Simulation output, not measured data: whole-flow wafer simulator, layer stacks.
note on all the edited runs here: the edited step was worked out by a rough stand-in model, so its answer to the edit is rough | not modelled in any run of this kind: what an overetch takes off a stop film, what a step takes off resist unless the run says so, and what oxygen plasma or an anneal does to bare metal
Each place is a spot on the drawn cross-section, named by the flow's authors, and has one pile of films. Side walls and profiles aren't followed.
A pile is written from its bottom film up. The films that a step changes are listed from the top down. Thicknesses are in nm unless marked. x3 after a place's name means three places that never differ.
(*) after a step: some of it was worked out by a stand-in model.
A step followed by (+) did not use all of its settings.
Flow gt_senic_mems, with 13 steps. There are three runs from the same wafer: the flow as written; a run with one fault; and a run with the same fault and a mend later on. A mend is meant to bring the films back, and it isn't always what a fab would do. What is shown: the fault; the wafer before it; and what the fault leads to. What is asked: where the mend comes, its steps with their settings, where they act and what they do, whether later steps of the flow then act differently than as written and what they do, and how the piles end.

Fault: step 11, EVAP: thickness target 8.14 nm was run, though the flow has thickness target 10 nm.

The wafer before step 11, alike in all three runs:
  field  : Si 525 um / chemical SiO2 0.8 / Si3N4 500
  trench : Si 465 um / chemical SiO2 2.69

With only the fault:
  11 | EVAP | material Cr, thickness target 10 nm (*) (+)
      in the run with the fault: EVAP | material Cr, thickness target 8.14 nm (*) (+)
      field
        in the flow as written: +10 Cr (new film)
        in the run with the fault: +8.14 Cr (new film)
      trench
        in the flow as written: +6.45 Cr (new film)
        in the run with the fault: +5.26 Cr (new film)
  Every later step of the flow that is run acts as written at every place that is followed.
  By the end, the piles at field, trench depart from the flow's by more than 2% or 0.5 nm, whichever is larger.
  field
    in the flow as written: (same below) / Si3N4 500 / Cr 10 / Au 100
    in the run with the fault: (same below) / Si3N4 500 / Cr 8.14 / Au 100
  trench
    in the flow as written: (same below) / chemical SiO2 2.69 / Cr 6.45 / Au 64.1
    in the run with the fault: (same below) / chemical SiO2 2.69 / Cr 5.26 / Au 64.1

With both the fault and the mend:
  The mend stands after step 11.
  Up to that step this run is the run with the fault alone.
  11a | EVAP | material Cr, thickness target 1.86 nm (*) (the flow's step 11 again, with other settings)
      field
        +1.86 Cr
      trench
        +1.2 Cr
  Every later step of the flow that is run acts as written at every place that is followed.
  The piles end only slightly different from the flow's at the places that both follow, by no more than 2% or 0.5 nm, whichever is larger.
